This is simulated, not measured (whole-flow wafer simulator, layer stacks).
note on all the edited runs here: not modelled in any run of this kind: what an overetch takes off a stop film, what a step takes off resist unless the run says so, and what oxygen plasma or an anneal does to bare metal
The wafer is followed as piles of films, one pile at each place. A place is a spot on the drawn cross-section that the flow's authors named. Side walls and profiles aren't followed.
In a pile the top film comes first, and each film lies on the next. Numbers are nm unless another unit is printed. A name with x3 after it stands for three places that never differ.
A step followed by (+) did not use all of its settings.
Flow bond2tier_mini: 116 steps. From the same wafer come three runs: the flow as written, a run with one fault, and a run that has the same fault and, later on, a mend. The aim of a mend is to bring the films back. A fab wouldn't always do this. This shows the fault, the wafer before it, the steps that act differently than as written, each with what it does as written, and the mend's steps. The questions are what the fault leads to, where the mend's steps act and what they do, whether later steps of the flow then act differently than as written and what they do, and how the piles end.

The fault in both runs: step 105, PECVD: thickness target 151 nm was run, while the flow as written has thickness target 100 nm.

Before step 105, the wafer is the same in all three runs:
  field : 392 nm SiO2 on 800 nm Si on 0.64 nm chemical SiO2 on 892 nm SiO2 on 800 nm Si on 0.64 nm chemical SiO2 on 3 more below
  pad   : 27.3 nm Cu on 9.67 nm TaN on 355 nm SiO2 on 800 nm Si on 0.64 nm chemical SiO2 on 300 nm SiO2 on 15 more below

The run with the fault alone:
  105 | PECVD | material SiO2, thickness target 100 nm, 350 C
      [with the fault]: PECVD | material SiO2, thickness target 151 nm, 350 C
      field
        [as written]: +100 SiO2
        [with the fault]: +151 SiO2
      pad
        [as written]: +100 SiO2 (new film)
        [with the fault]: +151 SiO2 (new film)
  Later steps of the flow acting differently than as written:
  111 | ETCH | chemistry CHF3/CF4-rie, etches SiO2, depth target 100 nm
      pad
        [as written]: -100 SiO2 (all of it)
        [with the fault]: -100 SiO2
  The piles end different from the flow's at field, pad by more than 2% or 0.5 nm, whichever is larger.
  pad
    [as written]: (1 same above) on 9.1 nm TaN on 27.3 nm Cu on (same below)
    [with the fault]: (1 same above) on 9.1 nm TaN on 51 nm SiO2 on 27.3 nm Cu on (same below)
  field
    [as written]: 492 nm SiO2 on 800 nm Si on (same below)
    [with the fault]: 543 nm SiO2 on 800 nm Si on (same below)

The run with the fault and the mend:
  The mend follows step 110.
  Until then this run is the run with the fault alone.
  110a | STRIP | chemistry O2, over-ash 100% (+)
      field
        -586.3 KrF resist (all of it)
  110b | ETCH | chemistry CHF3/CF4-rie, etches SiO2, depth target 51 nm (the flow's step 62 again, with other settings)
      field, pad
        -51 SiO2
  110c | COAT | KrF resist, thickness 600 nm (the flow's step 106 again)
      field, pad
        +600 KrF resist (new film)
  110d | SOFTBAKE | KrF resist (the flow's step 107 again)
      alters no film at any place that is followed
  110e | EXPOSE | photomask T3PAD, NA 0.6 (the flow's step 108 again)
      alters no film at any place that is followed
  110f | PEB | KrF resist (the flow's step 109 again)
      alters no film at any place that is followed
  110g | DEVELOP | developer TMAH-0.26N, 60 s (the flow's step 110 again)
      field
        -13.7 KrF resist
      pad
        -600 KrF resist (all of it)
  Later steps of the flow that are run all act as written at every place that is followed.
  The piles end the same as the flow's at every place that both follow.
